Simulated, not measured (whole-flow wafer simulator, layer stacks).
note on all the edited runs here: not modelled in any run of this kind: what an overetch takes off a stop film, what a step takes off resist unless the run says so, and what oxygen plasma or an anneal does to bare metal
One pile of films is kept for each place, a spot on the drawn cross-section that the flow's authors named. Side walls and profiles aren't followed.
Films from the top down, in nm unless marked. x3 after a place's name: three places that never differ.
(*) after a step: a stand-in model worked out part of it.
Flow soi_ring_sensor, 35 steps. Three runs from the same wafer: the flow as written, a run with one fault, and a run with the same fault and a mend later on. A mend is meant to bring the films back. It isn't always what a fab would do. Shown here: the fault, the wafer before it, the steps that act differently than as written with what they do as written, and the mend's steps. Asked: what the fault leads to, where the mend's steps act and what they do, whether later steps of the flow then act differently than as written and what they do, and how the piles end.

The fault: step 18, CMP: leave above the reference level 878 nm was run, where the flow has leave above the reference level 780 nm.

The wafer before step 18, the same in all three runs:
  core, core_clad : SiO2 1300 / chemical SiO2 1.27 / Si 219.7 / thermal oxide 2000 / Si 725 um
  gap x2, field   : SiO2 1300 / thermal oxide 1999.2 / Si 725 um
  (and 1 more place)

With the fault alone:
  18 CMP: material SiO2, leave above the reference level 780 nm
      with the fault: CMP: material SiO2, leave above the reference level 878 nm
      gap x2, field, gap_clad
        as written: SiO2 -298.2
        with the fault: SiO2 -200.2
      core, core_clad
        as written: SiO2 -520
        with the fault: SiO2 -422
  Later steps of the flow that act differently than as written:
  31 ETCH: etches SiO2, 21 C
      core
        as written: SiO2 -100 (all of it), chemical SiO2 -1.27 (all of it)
        with the fault: SiO2 -198 (all of it), chemical SiO2 -1.27 (all of it)
  At the end the piles differ from the flow's by more than 2% or 0.5 nm, whichever is larger, at field, core_clad.
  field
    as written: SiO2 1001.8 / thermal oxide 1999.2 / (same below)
    with the fault: SiO2 1099.8 / thermal oxide 1999.2 / (same below)
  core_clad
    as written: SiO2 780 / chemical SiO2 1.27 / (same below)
    with the fault: SiO2 878 / chemical SiO2 1.27 / (same below)

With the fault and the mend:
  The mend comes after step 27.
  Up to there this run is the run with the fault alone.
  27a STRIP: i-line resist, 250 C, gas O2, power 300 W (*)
      field, core_clad, gap_clad
        i-line resist -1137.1 (all of it)
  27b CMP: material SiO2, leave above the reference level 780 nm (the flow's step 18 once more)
      core, gap x2, field, core_clad, gap_clad
        SiO2 -98
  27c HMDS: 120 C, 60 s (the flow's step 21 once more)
      changes no film at any place that is followed
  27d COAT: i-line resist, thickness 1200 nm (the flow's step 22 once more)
      core, gap x2, field, core_clad, gap_clad
        i-line resist +1200 (new film)
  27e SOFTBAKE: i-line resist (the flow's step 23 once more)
      changes no film at any place that is followed
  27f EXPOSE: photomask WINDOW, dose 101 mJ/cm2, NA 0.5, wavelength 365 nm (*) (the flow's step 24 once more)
      changes no film at any place that is followed
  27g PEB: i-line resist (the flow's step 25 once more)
      core, gap x2, field, core_clad, gap_clad
        i-line resist -62.8
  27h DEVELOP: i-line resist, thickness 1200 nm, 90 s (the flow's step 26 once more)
      core, gap x2
        i-line resist -1137.2 (all of it)
      field, core_clad, gap_clad
        i-line resist -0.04
  No later step of the flow acts differently than as written at any place that is followed.
  At the end the piles are the same as the flow's at every place that both follow.
